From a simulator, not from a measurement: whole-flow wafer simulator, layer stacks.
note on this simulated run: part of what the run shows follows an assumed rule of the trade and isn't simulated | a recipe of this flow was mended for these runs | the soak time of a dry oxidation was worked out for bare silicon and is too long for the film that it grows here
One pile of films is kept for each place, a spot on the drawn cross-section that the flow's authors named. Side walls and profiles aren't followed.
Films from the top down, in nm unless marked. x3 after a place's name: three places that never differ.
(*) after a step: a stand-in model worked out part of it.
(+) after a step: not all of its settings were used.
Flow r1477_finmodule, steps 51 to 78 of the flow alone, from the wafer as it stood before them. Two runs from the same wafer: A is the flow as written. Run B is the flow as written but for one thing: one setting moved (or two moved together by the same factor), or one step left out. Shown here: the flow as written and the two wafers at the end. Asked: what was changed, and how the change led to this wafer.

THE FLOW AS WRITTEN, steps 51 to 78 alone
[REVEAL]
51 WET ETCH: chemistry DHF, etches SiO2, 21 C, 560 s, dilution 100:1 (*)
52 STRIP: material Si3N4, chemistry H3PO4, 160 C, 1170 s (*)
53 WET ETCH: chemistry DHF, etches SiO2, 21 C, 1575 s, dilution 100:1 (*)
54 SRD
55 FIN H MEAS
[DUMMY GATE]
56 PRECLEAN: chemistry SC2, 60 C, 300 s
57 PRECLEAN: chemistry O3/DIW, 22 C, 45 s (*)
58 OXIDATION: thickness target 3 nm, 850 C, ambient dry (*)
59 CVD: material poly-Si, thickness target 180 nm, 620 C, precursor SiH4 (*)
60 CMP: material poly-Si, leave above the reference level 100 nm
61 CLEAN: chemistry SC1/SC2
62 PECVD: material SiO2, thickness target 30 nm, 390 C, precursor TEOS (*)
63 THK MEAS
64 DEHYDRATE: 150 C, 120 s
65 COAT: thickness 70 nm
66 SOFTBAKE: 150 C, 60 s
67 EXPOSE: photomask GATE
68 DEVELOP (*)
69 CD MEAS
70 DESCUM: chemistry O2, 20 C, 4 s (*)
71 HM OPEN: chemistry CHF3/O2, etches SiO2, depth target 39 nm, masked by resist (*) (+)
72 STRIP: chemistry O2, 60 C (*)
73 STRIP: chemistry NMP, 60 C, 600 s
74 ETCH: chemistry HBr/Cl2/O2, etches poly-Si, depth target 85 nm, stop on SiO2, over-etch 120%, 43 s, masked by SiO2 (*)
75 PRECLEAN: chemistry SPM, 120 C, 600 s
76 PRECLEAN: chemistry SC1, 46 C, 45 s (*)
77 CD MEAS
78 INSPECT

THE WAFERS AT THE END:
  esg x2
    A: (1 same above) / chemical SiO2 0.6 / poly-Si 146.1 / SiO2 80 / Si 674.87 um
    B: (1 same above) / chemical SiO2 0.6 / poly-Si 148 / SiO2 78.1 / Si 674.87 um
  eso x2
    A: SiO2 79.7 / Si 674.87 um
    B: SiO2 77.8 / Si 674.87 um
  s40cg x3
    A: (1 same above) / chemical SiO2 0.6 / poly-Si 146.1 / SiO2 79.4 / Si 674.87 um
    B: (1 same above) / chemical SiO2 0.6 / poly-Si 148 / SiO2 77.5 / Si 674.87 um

The cause: step 52, STRIP: 1696 s was run, where the flow has 1170 s.

How the change led to this, step by step:
  52 STRIP: material Si3N4, chemistry H3PO4, 160 C, 1170 s (*)
      pad, padg, esg x2 and 18 more: A SiO2 -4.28 | B SiO2 -6.2
      elg x4, elo x4: A Si3N4 -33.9 (all of it), SiO2 -2.15 | B Si3N4 -33.9 (all of it), SiO2 -3.59
      (and at 6 more places)
  53 WET ETCH: chemistry DHF, etches SiO2, 21 C, 1575 s, dilution 100:1 (*)
      elg x4, elo x4: A SiO2 -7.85 (all of it) | B SiO2 -6.41 (all of it)
      s40sg_line x3, s40so_line x3: A SiO2 -8.51 (all of it) | B SiO2 -7.07 (all of it)
  60 CMP: material poly-Si, leave above the reference level 100 nm
      pad, padg: A poly-Si -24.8 | B poly-Si -22.8
